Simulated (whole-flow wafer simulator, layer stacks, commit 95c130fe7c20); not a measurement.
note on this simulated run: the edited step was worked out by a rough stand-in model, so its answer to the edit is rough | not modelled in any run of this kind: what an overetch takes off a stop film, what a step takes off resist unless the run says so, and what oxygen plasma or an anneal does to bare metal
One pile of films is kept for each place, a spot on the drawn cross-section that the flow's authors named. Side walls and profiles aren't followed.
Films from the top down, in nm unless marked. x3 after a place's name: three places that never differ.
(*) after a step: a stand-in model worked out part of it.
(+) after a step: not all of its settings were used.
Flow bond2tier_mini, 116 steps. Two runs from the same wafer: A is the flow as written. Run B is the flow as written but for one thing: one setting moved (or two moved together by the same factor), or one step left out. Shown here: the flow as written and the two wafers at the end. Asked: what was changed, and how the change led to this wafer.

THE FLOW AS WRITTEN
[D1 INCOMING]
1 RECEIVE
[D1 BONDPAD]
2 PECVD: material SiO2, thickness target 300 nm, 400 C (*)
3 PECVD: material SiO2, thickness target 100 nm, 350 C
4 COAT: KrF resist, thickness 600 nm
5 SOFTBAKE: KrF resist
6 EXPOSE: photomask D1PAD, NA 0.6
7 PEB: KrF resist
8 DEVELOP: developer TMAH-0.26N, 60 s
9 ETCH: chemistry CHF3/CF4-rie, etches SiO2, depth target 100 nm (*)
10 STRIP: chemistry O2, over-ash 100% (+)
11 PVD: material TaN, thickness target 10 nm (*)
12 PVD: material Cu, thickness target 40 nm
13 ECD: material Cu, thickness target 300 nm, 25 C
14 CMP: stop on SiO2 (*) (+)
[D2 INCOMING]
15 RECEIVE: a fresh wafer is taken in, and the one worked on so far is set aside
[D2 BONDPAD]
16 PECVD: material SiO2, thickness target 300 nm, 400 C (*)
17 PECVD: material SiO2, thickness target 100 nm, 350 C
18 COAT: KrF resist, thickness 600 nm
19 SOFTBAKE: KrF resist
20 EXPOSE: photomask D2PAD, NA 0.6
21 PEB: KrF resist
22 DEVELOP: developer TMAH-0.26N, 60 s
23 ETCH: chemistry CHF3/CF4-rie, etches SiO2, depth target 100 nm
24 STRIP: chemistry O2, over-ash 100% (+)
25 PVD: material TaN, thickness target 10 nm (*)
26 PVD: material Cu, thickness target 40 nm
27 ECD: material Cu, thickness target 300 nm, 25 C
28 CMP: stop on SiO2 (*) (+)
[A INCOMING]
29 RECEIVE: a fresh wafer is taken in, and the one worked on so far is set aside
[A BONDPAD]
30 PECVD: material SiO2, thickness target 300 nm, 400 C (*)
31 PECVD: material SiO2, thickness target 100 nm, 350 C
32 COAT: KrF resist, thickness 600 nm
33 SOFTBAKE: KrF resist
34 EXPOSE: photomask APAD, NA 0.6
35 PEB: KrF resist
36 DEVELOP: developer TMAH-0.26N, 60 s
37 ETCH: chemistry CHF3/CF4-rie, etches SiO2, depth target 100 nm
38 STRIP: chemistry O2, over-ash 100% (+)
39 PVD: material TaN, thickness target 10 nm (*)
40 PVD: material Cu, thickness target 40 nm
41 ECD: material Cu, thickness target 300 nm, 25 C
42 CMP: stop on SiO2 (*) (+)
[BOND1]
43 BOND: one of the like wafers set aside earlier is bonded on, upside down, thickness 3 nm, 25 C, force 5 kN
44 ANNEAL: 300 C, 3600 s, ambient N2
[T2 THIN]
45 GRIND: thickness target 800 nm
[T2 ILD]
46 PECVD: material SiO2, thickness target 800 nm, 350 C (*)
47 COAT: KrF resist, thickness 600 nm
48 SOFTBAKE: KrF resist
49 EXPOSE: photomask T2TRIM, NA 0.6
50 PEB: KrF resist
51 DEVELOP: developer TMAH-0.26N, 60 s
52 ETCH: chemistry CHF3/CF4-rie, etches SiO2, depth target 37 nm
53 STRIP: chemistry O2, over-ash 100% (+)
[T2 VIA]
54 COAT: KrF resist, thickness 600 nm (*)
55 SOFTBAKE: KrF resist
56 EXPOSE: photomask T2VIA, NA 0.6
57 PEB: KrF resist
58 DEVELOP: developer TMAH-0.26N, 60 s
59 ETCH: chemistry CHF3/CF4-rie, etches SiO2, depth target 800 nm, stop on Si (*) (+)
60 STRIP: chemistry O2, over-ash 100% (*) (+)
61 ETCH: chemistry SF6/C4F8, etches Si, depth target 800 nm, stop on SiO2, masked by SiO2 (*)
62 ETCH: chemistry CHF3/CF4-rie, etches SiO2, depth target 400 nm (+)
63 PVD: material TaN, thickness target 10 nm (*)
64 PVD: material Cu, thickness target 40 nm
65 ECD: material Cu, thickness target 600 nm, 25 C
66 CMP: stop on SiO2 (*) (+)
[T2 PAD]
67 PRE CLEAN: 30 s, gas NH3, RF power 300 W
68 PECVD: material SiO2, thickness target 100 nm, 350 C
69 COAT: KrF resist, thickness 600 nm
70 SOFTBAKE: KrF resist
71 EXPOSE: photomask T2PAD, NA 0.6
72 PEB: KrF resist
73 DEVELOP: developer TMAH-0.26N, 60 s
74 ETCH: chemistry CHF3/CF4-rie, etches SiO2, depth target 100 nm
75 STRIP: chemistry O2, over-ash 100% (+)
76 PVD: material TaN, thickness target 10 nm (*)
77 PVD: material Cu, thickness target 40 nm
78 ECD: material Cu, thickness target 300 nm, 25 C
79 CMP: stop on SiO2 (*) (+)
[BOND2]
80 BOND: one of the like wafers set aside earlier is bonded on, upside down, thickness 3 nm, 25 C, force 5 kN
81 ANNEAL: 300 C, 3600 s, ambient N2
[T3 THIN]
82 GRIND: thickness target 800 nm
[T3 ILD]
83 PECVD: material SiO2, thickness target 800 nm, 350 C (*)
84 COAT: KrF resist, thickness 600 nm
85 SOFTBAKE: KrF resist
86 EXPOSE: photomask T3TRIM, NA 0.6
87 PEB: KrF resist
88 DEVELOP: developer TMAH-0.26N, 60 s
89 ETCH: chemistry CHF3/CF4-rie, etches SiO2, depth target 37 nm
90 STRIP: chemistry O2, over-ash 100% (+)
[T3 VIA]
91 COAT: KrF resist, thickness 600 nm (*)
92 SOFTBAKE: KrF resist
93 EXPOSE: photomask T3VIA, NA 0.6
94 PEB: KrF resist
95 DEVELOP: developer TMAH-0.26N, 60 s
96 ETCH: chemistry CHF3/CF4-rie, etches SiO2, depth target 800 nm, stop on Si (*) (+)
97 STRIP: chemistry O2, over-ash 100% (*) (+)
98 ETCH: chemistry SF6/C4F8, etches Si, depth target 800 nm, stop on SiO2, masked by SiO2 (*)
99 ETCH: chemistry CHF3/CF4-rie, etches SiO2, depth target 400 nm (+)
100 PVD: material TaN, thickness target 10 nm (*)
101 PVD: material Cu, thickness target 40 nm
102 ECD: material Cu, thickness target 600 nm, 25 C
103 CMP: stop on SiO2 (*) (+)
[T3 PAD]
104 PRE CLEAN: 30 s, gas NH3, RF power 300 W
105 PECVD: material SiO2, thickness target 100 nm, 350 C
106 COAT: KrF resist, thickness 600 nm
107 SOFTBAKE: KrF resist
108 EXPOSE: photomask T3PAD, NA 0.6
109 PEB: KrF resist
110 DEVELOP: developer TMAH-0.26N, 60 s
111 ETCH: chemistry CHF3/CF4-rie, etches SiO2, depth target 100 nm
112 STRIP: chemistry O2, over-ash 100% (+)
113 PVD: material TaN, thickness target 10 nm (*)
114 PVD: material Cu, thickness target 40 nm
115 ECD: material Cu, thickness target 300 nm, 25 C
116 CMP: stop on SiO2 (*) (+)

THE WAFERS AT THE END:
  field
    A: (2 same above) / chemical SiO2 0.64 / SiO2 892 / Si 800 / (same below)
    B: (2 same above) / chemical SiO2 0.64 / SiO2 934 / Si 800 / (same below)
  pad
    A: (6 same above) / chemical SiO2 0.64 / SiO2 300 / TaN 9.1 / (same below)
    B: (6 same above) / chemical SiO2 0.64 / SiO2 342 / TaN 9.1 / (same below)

The cause: step 16, PECVD: thickness target 342 nm was run, where the flow has thickness target 300 nm.
It can be read off the wafer: pad has SiO2 342, and step 16 as written asks for 300 nm.

How the change led to this, step by step:
  16 PECVD: material SiO2, thickness target 300 nm, 400 C (*)
      field, pad, via: A SiO2 +300 (new film) | B SiO2 +342 (new film)
  80 BOND: one of the like wafers set aside earlier is bonded on, upside down, thickness 3 nm, 25 C, force 5 kN
      field: A Si +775 um (new film), chemical SiO2 +0.64 (new film), SiO2 +400 | B Si +775 um (new film), chemical SiO2 +0.64 (new film), SiO2 +442
      pad: A Si +775 um (new film), chemical SiO2 +0.64 (new film), SiO2 +300 (new film), TaN +9.1 (new film), Cu +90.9 | B Si +775 um (new film), chemical SiO2 +0.64 (new film), SiO2 +342 (new film), TaN +9.1 (new film), Cu +90.9
